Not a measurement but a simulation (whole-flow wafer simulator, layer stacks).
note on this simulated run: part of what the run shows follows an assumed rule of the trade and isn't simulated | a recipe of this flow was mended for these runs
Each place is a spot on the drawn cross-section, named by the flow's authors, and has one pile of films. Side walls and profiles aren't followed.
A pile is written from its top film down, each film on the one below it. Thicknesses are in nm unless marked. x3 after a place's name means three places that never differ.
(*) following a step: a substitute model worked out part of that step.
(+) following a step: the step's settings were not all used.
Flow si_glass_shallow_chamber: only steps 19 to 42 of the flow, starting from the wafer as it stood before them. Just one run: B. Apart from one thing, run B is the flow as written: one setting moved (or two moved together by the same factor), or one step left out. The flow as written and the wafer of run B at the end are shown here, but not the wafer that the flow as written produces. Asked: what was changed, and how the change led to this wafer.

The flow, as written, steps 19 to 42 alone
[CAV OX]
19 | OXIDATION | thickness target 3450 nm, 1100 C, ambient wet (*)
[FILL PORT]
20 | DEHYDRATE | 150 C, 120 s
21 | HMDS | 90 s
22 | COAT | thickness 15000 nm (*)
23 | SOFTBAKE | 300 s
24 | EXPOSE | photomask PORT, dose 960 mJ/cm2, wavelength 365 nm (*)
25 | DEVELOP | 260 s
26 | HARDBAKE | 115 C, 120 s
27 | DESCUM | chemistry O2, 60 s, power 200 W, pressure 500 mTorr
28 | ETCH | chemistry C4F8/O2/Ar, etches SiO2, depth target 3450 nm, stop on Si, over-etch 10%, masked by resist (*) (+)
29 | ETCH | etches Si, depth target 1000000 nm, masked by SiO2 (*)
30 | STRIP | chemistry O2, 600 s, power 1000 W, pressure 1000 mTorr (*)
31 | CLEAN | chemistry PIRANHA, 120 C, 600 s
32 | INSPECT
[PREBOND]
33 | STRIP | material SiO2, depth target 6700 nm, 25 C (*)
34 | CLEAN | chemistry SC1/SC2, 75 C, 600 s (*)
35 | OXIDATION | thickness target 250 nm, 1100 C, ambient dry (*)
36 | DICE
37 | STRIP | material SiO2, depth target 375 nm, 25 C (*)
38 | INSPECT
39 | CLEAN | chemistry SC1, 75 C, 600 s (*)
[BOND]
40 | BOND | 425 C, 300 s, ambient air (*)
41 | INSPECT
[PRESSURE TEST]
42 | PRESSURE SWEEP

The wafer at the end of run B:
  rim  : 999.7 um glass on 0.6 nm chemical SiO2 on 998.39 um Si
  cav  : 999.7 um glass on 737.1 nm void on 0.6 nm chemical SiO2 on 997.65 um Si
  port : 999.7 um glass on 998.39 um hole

The reason: step 19, OXIDATION: thickness target 1898 nm was run, though the flow has thickness target 3450 nm.

How this came from the change, step by step:
  19 | OXIDATION | thickness target 3450 nm, 1100 C, ambient wet (*)
      rim, ramp, septum, ring: SiO2 gains 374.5, Si loses 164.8 (it would be, as written: SiO2 gains 1110.9, Si loses 488.8)
      cav, port: SiO2 gains 1898 (new film), chemical SiO2 loses 0.6 (all of it), Si loses 834.9 (it would be, as written: SiO2 gains 3450 (new film), chemical SiO2 loses 0.6 (all of it), Si loses 1517.7)
  22 | COAT | thickness 15000 nm (*)
      rim: thick-i-line-resist gains 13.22 um (new film) (it would be, as written: thick-i-line-resist gains 13.4 um (new film))
      ramp: thick-i-line-resist gains 12.65 um (new film) (it would be, as written: thick-i-line-resist gains 12.89 um (new film))
      (as well as at 4 more places)
  23 | SOFTBAKE | 300 s
      rim: thick-i-line-resist loses 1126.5 (it would be, as written: thick-i-line-resist loses 997)
      ramp: thick-i-line-resist loses 556.2 (it would be, as written: thick-i-line-resist loses 487.1)
      (as well as at 4 more places)
  25 | DEVELOP | 260 s
      port: thick-i-line-resist loses 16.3 um (all of it) (it would be, as written: thick-i-line-resist loses 16.16 um (all of it))
  26 | HARDBAKE | 115 C, 120 s
      rim, ramp: thick-i-line-resist loses 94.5 (it would be, as written: thick-i-line-resist loses 98.2)
  28 | ETCH | chemistry C4F8/O2/Ar, etches SiO2, depth target 3450 nm, stop on Si, over-etch 10%, masked by resist (*) (+)
      rim, ramp, cav, septum, ring: thick-i-line-resist loses 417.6 (it would be, as written: thick-i-line-resist loses 759)
      port: SiO2 loses 1898 (all of it), Si loses 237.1 (it would be, as written: SiO2 loses 3450 (all of it), Si loses 43.1)
  29 | ETCH | etches Si, depth target 1000000 nm, masked by SiO2 (*)
      rim, ramp: thick-i-line-resist loses 11.5 um (all of it), SiO2 loses 1601.7 (it would be, as written: thick-i-line-resist loses 11.47 um (all of it), SiO2 loses 1617.3)
      port: hole gains 997.54 um (new film), Si loses 997.54 um (all of it) (it would be, as written: hole gains 997.05 um (new film), Si loses 997.05 um (all of it))
      (as well as at 2 more places)
  30 | STRIP | chemistry O2, 600 s, power 1000 W, pressure 1000 mTorr (*)
      cav: thick-i-line-resist loses 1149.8 (all of it) (it would be, as written: thick-i-line-resist loses 669.6 (all of it))
  33 | STRIP | material SiO2, depth target 6700 nm, 25 C (*)
      rim, ramp: SiO2 loses 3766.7 (all of it) (it would be, as written: SiO2 loses 4487.5 (all of it))
      cav: SiO2 loses 1898 (all of it) (it would be, as written: SiO2 loses 3450 (all of it))
      (as well as at 2 more places)
  40 | BOND | 425 C, 300 s, ambient air (*)
      cav: glass gains 999.7 um (new film), void gains 737.1 (new film) (it would be, as written: glass gains 999.7 um (new film), void gains 1095.9 (new film))
      port: glass gains 999.7 um (new film), hole gains 852.4 (it would be, as written: glass gains 999.7 um (new film), hole gains 1017.3)
